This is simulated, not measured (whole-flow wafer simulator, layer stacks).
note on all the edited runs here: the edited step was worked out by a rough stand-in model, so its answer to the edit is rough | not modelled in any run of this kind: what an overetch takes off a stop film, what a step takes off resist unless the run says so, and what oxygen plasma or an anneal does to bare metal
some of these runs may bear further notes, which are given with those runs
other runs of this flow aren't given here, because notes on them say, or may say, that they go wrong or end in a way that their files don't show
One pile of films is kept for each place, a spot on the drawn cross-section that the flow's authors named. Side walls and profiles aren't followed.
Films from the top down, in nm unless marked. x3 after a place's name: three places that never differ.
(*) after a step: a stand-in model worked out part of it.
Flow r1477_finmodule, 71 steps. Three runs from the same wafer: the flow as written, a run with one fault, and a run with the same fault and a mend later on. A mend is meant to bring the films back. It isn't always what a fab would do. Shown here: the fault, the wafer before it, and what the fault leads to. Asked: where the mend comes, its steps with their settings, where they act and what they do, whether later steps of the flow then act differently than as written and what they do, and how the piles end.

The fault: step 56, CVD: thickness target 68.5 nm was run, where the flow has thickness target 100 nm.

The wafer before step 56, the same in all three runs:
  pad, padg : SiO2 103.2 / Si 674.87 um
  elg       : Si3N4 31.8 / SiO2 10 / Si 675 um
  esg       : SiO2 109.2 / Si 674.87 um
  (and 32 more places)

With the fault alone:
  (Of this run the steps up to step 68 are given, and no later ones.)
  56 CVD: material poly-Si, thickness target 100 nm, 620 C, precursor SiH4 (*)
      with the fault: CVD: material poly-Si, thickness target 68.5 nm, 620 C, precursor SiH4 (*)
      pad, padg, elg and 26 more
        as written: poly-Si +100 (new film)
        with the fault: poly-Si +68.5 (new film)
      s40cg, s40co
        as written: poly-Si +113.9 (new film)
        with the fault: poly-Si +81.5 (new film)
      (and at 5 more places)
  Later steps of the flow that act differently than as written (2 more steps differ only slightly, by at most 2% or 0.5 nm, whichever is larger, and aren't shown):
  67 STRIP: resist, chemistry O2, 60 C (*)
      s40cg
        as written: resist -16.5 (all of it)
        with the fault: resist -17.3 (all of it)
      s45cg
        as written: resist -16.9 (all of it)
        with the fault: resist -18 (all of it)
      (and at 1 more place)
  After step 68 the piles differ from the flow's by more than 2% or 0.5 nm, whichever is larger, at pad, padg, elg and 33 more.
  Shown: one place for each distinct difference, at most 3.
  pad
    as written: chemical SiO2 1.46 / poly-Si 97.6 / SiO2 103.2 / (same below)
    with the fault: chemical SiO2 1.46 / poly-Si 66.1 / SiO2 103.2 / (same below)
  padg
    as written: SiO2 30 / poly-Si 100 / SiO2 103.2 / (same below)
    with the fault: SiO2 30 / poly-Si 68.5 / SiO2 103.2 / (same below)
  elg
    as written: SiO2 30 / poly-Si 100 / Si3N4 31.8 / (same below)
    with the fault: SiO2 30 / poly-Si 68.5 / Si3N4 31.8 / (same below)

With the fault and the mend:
  The mend comes after step 56.
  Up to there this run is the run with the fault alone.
  56a ETCH: chemistry tmah, depth target 125.1 nm
      pad, padg, elg and 26 more
        poly-Si -68.5 (all of it)
      s40cg, s40co
        poly-Si -81.5 (all of it)
      s45cg, s45co
        poly-Si -80.6 (all of it)
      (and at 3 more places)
  56b CLEAN: chemistry SC1, 46 C, 45 s (*) (the flow's step 48 once more)
      s40sg_line, s45sg_line, s50sg_line, s40so_line, s45so_line, s50so_line
        SiO2 -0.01
  56c CVD: material poly-Si, thickness target 100 nm, 620 C, precursor SiH4 (*) (the flow's step 56 once more)
      pad, padg, elg and 26 more
        poly-Si +100 (new film)
      s40cg, s40co
        poly-Si +113.9 (new film)
      s45cg, s45co
        poly-Si +113.4 (new film)
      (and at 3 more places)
  No later step of the flow acts differently than as written, at any place that is followed, by more than 2% or 0.5 nm, whichever is larger.
  At the end the piles differ from the flow's only slightly at the places that both follow, by at most 2% or 0.5 nm, whichever is larger.
